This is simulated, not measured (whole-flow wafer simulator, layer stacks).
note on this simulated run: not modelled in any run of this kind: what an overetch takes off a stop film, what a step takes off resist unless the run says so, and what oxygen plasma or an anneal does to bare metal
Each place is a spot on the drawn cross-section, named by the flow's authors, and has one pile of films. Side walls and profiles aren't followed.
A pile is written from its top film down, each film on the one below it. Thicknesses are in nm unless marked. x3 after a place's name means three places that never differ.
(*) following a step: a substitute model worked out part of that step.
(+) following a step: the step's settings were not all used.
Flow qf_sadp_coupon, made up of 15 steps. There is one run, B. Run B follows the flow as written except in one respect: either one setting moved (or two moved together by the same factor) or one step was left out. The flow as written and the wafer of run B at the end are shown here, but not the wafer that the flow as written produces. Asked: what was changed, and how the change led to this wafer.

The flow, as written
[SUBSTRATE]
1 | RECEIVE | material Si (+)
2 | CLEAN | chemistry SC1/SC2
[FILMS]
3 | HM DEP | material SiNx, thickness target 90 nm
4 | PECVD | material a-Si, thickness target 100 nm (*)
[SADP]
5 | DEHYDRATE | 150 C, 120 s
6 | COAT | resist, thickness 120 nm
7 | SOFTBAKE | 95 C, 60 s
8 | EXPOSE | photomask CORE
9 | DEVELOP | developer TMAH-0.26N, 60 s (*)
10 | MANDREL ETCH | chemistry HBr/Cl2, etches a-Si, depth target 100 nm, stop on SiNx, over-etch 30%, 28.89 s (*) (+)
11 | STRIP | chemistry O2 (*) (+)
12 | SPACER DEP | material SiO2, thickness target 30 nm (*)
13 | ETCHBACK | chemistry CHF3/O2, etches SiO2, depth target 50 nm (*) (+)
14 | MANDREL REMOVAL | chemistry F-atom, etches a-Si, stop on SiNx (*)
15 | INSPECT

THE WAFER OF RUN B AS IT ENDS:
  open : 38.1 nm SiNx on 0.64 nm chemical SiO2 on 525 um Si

Cause: step 12, SPACER DEP: material SiO2, thickness target 30 nm (*), was skipped.

Step by step, how the change led to this:
  13 | ETCHBACK | chemistry CHF3/O2, etches SiO2, depth target 50 nm (*) (+)
      m: -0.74 chemical SiO2 (all of it), -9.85 a-Si (it would be, as written: -30 SiO2 (all of it), -0.74 chemical SiO2 (all of it), -3.85 a-Si)
      open: -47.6 SiNx (it would be, as written: -30 SiO2 (all of it), -19 SiNx)
  14 | MANDREL REMOVAL | chemistry F-atom, etches a-Si, stop on SiNx (*)
      m: -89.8 a-Si (all of it) (it would be, as written: -95.8 a-Si (all of it))
